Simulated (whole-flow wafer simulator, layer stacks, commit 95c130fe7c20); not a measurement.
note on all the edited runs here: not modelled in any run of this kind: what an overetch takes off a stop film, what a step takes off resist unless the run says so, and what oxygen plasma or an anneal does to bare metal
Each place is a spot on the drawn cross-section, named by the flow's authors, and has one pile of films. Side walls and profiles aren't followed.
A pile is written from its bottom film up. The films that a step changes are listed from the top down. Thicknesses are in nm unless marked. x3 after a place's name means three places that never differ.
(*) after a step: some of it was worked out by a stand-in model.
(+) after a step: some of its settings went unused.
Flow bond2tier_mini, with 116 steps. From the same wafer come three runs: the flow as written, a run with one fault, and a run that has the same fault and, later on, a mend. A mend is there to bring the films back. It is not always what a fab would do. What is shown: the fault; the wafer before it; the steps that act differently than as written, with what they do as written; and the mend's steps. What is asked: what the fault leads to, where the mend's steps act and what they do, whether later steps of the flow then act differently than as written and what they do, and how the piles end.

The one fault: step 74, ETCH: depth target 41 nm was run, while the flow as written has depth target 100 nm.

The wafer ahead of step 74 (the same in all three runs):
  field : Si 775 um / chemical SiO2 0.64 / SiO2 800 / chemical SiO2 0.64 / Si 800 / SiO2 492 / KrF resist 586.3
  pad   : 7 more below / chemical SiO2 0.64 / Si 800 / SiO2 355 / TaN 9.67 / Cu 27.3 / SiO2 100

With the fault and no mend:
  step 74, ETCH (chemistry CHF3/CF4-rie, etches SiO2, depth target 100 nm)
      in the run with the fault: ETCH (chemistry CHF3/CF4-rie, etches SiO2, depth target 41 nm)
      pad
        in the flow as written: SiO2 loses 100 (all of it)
        in the run with the fault: SiO2 loses 41
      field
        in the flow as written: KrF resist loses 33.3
        in the run with the fault: KrF resist loses 13.7
  Steps later in the flow that act otherwise than as written:
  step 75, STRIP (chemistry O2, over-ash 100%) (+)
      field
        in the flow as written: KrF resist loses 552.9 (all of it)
        in the run with the fault: KrF resist loses 572.6 (all of it)
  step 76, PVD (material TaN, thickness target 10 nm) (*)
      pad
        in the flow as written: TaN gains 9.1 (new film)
        in the run with the fault: TaN gains 9.63 (new film)
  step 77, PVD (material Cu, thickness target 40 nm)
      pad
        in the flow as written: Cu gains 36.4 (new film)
        in the run with the fault: Cu gains 38.5 (new film)
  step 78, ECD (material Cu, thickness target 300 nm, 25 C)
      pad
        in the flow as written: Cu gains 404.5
        in the run with the fault: Cu gains 342.9
  The piles end different from the flow's at pad by more than 2% or 0.5 nm, whichever is larger.
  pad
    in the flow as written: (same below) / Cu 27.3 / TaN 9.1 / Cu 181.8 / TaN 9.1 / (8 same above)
    in the run with the fault: (same below) / Cu 27.3 / SiO2 59 / TaN 9.63 / Cu 122.3 / TaN 9.1 / (8 same above)

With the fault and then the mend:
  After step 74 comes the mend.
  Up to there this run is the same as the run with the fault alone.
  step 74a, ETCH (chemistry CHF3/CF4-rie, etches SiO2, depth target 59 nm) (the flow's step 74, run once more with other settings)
      field
        KrF resist loses 19.7
      pad
        SiO2 loses 59 (all of it)
  None of the later steps of the flow acts differently than as written at any place that is followed.
  By the end, the piles equal the flow's at every place that both follow.
